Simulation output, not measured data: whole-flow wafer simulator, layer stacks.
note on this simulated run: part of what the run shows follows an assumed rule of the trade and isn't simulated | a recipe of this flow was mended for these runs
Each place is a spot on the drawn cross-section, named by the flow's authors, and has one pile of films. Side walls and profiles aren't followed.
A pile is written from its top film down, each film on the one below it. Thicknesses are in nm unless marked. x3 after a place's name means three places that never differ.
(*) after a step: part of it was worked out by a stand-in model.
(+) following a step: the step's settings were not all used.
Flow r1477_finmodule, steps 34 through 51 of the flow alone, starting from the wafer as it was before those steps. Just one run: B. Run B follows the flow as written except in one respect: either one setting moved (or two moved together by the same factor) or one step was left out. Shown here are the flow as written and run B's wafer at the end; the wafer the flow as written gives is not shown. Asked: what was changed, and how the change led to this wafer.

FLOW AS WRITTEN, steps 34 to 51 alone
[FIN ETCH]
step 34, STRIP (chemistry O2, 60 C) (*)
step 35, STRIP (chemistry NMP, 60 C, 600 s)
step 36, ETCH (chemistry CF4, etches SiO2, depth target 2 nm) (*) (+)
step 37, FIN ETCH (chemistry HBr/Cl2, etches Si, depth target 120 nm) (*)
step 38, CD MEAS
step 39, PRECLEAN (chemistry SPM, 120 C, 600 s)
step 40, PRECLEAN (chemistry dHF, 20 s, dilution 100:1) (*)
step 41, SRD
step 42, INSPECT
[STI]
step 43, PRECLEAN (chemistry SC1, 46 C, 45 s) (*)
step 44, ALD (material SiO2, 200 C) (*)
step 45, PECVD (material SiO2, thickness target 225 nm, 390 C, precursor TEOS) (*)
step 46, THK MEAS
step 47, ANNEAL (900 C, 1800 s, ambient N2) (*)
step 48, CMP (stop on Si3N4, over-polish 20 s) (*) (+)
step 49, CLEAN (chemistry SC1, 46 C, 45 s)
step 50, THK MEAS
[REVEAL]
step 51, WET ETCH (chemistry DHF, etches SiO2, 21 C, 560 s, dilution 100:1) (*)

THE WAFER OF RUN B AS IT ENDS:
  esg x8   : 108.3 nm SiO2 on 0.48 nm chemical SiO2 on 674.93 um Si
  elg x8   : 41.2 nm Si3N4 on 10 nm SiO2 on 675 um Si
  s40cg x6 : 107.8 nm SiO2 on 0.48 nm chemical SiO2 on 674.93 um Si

Cause: step 37, FIN ETCH: depth target 66 nm was run, though the flow has depth target 120 nm.

Step by step, how the change led to this:
  step 37, FIN ETCH (chemistry HBr/Cl2, etches Si, depth target 120 nm) (*)
      pad x2, esg x8, s40cg x6, s40sg x6: -66 Si (in the flow as written it would be: -120 Si)
      elg x8: -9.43 Si3N4 (in the flow as written it would be: -17.1 Si3N4)
      (also at 6 further places)
  step 44, ALD (material SiO2, 200 C) (*)
      esg x8: +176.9 SiO2 (new film) (in the flow as written it would be: +223.2 SiO2 (new film))
      s40cg x6: +213.3 SiO2 (new film) (in the flow as written it would be: +263.2 SiO2 (new film))
      (also at 6 further places)
  step 48, CMP (stop on Si3N4, over-polish 20 s) (*) (+)
      elg x8, esg x8: -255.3 SiO2 (in the flow as written it would be: -247.6 SiO2)
      pad x2: -133.4 SiO2 (in the flow as written it would be: -79.4 SiO2)
  step 51, WET ETCH (chemistry DHF, etches SiO2, 21 C, 560 s, dilution 100:1) (*)
      elg x8: -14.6 SiO2 (all of it), -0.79 Si3N4 (in the flow as written it would be: -22.3 SiO2 (all of it), -0.41 Si3N4)
